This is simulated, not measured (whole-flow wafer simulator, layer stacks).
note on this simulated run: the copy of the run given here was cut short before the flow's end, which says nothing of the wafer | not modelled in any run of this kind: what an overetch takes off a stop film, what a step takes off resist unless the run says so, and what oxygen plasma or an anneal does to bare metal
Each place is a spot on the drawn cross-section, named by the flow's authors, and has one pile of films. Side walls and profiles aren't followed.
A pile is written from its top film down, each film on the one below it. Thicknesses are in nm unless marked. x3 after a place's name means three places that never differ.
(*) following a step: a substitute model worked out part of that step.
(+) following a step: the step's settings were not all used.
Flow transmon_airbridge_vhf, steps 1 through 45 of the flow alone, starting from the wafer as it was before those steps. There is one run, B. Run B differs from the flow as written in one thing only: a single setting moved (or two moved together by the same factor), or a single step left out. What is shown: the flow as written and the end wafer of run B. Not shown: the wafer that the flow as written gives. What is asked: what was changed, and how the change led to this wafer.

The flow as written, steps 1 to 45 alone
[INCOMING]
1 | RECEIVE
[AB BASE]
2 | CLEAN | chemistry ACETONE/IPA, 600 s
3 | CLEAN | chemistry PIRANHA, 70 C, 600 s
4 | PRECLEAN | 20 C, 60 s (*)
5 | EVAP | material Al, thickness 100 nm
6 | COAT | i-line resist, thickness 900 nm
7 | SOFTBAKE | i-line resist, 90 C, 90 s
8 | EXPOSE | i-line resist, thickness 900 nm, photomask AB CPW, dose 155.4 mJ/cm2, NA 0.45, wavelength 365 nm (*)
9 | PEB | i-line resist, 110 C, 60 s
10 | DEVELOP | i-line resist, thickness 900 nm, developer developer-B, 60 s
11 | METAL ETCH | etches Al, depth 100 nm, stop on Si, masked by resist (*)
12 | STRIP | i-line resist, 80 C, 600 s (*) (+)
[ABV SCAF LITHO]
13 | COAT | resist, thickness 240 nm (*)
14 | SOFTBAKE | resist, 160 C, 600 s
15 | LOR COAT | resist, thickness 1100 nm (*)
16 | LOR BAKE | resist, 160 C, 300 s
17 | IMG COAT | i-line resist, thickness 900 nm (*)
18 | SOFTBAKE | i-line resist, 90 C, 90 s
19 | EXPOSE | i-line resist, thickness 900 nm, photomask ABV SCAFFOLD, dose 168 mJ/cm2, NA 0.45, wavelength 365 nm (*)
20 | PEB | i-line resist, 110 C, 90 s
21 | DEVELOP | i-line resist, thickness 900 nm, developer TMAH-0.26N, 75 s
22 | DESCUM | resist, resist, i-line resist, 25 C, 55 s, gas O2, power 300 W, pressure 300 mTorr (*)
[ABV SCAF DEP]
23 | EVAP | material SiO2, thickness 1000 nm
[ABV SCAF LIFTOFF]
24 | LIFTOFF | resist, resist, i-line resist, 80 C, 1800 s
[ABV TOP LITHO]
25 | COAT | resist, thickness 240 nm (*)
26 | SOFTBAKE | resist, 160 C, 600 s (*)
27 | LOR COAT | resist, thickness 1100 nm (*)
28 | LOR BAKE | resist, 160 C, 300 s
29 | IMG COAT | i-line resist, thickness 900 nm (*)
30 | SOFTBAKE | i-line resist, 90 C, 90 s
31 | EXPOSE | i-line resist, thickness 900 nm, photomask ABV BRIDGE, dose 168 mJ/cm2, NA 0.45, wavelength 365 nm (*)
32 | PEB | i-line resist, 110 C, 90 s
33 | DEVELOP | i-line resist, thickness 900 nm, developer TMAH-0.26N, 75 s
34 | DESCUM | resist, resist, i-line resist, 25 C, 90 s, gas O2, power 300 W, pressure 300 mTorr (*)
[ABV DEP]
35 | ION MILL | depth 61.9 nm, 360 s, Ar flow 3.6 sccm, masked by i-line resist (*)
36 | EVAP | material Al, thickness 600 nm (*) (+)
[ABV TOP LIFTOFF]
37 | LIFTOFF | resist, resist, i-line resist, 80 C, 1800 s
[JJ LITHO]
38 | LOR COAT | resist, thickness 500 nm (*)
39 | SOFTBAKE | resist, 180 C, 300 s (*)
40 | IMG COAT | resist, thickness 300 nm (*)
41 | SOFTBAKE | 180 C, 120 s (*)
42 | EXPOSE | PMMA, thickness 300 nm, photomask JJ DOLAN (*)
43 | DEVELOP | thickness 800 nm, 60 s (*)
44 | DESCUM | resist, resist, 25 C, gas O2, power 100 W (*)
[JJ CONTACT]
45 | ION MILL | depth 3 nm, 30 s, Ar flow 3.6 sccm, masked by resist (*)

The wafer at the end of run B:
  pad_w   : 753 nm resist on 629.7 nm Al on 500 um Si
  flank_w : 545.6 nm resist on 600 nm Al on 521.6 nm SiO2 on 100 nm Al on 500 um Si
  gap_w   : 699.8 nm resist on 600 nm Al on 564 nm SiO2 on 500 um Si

What caused this: step 23, EVAP: thickness 600 nm was run, whereas the flow has thickness 1000 nm.

How this came from the change, step by step:
  23 | EVAP | material SiO2, thickness 1000 nm
      field x3, jj_line, ground_far and 10 more: +600 SiO2 (new film) (as written it would have been: +1000 SiO2 (new film))
      flank_w, flank_e: +557.6 SiO2 (new film) (as written it would have been: +929.3 SiO2 (new film))
  24 | LIFTOFF | resist, resist, i-line resist, 80 C, 1800 s
      field x3, jj_line, trace_open_s x2: -600 SiO2 (all of it), -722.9 i-line resist (all of it), -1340 resist (all of it) (as written it would have been: -1000 SiO2 (all of it), -722.9 i-line resist (all of it), -1340 resist (all of it))
      pad_w, pad_e: -600 SiO2 (all of it), -718 i-line resist (all of it), -1330.2 resist (all of it) (as written it would have been: -1000 SiO2 (all of it), -718 i-line resist (all of it), -1330.2 resist (all of it))
      (also at 1 further place)
  25 | COAT | resist, thickness 240 nm (*)
      flank_w, flank_e: +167 resist (new film) (as written it would have been: +152.6 resist (new film))
      gap_w, gap_e: +227.7 resist (new film) (as written it would have been: +210.7 resist (new film))
      (also at 6 further places)
  27 | LOR COAT | resist, thickness 1100 nm (*)
      gap_w, gap_e: +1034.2 resist (as written it would have been: +977.8 resist)
      margin_s, margin_n: +923.7 resist (as written it would have been: +823.4 resist)
      (also at 6 further places)
  29 | IMG COAT | i-line resist, thickness 900 nm (*)
      gap_w, gap_e: +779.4 i-line resist (new film) (as written it would have been: +681.7 i-line resist (new film))
      margin_s, margin_n: +728.9 i-line resist (new film) (as written it would have been: +603.2 i-line resist (new film))
      (also at 7 further places)
  32 | PEB | i-line resist, 110 C, 90 s
      pad_w, pad_e: -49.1 i-line resist (as written it would have been: -51 i-line resist)
      flank_w, flank_e: -42.2 i-line resist (as written it would have been: -38.3 i-line resist)
      (also at 7 further places)
  33 | DEVELOP | i-line resist, thickness 900 nm, developer TMAH-0.26N, 75 s
      gap_w, gap_e: -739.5 i-line resist (all of it), -1034.2 resist (as written it would have been: -646.9 i-line resist (all of it), -977.8 resist)
      pad_w: -902.7 i-line resist (all of it), -1185 resist (as written it would have been: -937.2 i-line resist (all of it), -1247.8 resist)
      (also at 5 further places)
  34 | DESCUM | resist, resist, i-line resist, 25 C, 90 s, gas O2, power 300 W, pressure 300 mTorr (*)
      flank_w, flank_e: -167 resist (all of it) (as written it would have been: -152.6 resist (all of it))
      gap_w, gap_e: -227.7 resist (all of it) (as written it would have been: -210.7 resist (all of it))
      (also at 4 further places)
  37 | LIFTOFF | resist, resist, i-line resist, 80 C, 1800 s
      margin_s, margin_n: -600 Al (all of it), -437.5 i-line resist (all of it), -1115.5 resist (all of it) (as written it would have been: -600 Al (all of it), -318.3 i-line resist (all of it), -992 resist (all of it))
      ground_far: -600 Al (all of it), -668 i-line resist (all of it), -1370.2 resist (all of it) (as written it would have been: -600 Al (all of it), -717.9 i-line resist (all of it), -1384.9 resist (all of it))
  38 | LOR COAT | resist, thickness 500 nm (*)
      pad_w, pad_e: +495.2 resist (new film) (as written it would have been: +517 resist (new film))
      flank_w, flank_e: +356.5 resist (new film) (as written it would have been: +306.5 resist (new film))
      (also at 6 further places)
  40 | IMG COAT | resist, thickness 300 nm (*)
      pad_w, pad_e: +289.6 resist (as written it would have been: +300.1 resist)
      flank_w, flank_e: +221 resist (as written it would have been: +212.1 resist)
      (also at 6 further places)
